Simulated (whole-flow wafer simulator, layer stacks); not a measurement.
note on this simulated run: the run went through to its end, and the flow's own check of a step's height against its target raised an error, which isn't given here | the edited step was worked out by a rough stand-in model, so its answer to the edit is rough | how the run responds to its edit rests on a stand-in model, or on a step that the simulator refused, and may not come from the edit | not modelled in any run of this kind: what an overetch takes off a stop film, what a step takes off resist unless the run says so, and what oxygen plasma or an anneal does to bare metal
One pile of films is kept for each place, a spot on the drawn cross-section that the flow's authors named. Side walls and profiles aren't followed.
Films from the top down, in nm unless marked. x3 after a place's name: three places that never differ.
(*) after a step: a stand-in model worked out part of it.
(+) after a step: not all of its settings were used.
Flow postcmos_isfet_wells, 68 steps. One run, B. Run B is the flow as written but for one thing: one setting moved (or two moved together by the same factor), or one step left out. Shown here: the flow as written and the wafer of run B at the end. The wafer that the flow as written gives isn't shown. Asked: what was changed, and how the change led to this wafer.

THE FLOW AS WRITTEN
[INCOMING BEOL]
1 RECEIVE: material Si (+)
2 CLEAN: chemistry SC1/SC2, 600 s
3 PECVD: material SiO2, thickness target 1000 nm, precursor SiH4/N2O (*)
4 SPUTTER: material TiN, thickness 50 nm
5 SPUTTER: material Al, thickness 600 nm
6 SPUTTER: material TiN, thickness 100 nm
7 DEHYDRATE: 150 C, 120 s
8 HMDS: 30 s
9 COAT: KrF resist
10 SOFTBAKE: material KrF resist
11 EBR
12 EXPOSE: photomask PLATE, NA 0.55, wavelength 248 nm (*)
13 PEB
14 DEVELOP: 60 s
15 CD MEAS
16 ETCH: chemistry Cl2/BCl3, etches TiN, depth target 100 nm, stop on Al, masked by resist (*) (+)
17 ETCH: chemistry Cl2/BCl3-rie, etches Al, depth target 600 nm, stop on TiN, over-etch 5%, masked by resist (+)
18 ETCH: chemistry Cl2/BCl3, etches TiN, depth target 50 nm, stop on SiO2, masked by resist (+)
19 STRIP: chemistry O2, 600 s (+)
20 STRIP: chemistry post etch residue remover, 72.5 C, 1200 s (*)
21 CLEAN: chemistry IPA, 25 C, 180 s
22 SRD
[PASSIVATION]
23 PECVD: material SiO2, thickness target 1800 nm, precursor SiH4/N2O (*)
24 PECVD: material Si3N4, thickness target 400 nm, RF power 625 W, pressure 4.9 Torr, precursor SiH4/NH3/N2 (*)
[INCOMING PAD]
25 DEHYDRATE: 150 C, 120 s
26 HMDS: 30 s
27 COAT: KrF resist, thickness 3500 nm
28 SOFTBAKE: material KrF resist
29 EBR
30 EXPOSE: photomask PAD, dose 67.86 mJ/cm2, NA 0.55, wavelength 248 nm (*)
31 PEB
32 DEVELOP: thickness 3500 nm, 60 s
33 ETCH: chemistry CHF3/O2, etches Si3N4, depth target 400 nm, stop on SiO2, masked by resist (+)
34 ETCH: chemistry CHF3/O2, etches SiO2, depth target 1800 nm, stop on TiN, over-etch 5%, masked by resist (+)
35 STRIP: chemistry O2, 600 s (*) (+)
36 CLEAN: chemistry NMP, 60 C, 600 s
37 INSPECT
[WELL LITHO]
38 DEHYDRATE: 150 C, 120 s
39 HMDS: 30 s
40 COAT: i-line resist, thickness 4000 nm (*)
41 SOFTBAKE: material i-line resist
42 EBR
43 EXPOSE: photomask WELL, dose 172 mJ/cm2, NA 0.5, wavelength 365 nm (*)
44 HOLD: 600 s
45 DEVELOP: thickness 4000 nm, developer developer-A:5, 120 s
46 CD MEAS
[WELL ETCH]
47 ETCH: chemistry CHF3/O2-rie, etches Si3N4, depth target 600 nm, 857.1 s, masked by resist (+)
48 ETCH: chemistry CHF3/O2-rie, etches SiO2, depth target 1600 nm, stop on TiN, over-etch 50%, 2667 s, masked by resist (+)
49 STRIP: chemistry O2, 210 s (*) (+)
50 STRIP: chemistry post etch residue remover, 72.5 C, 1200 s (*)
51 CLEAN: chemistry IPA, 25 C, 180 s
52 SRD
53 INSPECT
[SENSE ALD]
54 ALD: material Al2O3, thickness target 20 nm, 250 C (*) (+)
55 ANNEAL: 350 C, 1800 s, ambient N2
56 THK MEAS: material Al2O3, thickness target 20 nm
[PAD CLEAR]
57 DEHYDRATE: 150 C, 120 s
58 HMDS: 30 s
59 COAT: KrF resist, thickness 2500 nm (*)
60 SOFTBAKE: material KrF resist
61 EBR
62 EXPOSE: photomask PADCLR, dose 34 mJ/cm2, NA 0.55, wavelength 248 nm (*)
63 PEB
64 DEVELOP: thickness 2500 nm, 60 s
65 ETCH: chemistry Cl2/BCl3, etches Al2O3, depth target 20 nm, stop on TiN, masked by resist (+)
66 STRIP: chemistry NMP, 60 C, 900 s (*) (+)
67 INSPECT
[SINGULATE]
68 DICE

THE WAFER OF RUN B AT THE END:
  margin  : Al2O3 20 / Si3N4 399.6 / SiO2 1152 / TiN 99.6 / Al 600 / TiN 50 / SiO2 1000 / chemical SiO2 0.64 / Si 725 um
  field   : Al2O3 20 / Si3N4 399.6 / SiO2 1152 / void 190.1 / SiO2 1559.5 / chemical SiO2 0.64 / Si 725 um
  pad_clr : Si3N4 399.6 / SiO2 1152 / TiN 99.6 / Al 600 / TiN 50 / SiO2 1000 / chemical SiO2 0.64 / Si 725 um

The cause: step 23, PECVD: thickness target 1152 nm was run, where the flow has thickness target 1800 nm.
It can be read off the wafer: margin has SiO2 1152, and step 23 as written asks for 1800 nm.

How the change led to this, step by step:
  23 PECVD: material SiO2, thickness target 1800 nm, precursor SiH4/N2O (*)
      margin, well900, well1300 x3, pad_rim, pad_clr, pad_open: SiO2 +1152 (new film) (as written it would be: SiO2 +1800 (new film))
      field: SiO2 +1152 (new film), void +190.1 (new film), SiO2 +559.5 (as written it would be: SiO2 +1800 (new film), void +189.9 (new film), SiO2 +559.7)
  34 ETCH: chemistry CHF3/O2, etches SiO2, depth target 1800 nm, stop on TiN, over-etch 5%, masked by resist (+)
      field, margin, well900, well1300 x3, pad_rim, pad_clr: KrF resist -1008 (as written it would be: KrF resist -1500)
      pad_open: SiO2 -1152 (all of it) (as written it would be: SiO2 -1800 (all of it))
  35 STRIP: chemistry O2, 600 s (*) (+)
      field, margin, well900, well1300 x3, pad_rim, pad_clr: KrF resist -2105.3 (all of it) (as written it would be: KrF resist -1613.3 (all of it))
  40 COAT: i-line resist, thickness 4000 nm (*)
      pad_clr: i-line resist +3462.8 (new film) (as written it would be: i-line resist +3256.8 (new film))
      pad_open: i-line resist +4571 (new film) (as written it would be: i-line resist +4804.7 (new film))
  41 SOFTBAKE: material i-line resist
      pad_clr: i-line resist -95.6 (as written it would be: i-line resist -156.7)
      pad_open: i-line resist +85 (as written it would be: i-line resist +115.3)
  48 ETCH: chemistry CHF3/O2-rie, etches SiO2, depth target 1600 nm, stop on TiN, over-etch 50%, 2667 s, masked by resist (+)
      well900, well1300 x3: SiO2 -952 (all of it) (as written it would be: SiO2 -1600 (all of it))
  49 STRIP: chemistry O2, 210 s (*) (+)
      pad_clr: i-line resist -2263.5 (all of it) (as written it would be: i-line resist -1996.5 (all of it))
      pad_open: i-line resist -3552.3 (all of it) (as written it would be: i-line resist -3816.3 (all of it))
  59 COAT: KrF resist, thickness 2500 nm (*)
      field: KrF resist +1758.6 (new film) (as written it would be: KrF resist +1449 (new film))
      margin: KrF resist +1758.5 (new film) (as written it would be: KrF resist +1448.9 (new film))
      (and at 3 more places)
  60 SOFTBAKE: material KrF resist
      pad_clr: KrF resist -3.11 (as written it would be: KrF resist -3.77)
  63 PEB
      field, margin: KrF resist -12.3 (as written it would be: KrF resist -10.1)
      pad_rim: KrF resist -15 (as written it would be: KrF resist -13.9)
      (and at 2 more places)
  64 DEVELOP: thickness 2500 nm, 60 s
      pad_clr: KrF resist -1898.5 (all of it) (as written it would be: KrF resist -1676 (all of it))
      pad_open: KrF resist -2879.9 (all of it) (as written it would be: KrF resist -3045.1 (all of it))
  66 STRIP: chemistry NMP, 60 C, 900 s (*) (+)
      field: KrF resist -1707.5 (all of it) (as written it would be: KrF resist -1400.1 (all of it))
      margin: KrF resist -1707.4 (all of it) (as written it would be: KrF resist -1400.1 (all of it))
      (and at 1 more place)
